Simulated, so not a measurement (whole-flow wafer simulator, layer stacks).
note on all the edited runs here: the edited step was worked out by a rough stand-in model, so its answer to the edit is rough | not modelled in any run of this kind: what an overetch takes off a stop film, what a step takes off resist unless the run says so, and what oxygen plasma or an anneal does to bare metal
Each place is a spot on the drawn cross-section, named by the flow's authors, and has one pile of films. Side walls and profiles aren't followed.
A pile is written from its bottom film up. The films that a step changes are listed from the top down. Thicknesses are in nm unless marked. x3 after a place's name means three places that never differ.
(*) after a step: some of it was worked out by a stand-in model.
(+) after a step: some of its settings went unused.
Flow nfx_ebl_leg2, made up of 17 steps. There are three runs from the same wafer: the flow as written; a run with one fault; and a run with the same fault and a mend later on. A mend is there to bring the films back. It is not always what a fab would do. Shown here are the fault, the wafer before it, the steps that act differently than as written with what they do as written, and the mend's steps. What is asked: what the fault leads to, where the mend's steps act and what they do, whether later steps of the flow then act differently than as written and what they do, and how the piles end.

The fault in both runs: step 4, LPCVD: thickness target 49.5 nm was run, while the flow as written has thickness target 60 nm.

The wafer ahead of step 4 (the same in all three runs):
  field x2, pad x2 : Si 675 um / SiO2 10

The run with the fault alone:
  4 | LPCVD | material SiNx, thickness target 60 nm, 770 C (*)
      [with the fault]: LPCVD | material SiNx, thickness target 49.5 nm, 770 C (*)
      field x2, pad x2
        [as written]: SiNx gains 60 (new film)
        [with the fault]: SiNx gains 49.5 (new film)
  Steps further on in the flow that do not act as written:
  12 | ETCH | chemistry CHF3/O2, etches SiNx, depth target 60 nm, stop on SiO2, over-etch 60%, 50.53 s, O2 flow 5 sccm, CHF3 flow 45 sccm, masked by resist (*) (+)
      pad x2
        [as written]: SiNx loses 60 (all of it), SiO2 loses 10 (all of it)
        [with the fault]: SiNx loses 49.5 (all of it), SiO2 loses 10 (all of it)
  The piles end different from the flow's at field x2 by more than 2% or 0.5 nm, whichever is larger.
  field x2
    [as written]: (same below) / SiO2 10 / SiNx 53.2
    [with the fault]: (same below) / SiO2 10 / SiNx 42.7

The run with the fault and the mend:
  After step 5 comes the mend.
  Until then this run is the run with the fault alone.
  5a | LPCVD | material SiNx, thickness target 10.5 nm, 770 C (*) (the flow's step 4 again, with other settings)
      field x2, pad x2
        SiNx gains 10.5
  Every later step of the flow that is run acts as written at every place that is followed.
  At every place that both follow, the piles at the end match the flow's.
